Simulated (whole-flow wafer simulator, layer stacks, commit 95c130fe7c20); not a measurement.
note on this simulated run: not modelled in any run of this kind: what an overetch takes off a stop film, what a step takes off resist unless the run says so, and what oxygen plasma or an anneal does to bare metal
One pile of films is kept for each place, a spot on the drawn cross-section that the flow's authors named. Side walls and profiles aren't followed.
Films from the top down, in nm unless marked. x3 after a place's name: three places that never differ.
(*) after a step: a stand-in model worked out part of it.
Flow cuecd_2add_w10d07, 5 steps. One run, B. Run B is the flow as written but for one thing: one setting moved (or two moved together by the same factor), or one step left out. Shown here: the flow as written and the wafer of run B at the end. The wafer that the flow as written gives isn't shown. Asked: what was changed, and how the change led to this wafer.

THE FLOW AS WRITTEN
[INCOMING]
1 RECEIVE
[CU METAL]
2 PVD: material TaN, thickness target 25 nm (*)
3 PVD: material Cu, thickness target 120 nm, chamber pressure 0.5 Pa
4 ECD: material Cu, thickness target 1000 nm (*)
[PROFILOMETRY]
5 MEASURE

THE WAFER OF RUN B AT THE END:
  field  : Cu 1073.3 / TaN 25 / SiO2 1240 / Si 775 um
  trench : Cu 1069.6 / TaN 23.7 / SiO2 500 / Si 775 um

The cause: step 3, PVD: thickness target 73.3 nm was run, where the flow has thickness target 120 nm.

How the change led to this, step by step:
  3 PVD: material Cu, thickness target 120 nm, chamber pressure 0.5 Pa
      field: Cu +73.3 (new film) (as written it would be: Cu +120 (new film))
      trench: Cu +69.6 (new film) (as written it would be: Cu +114 (new film))
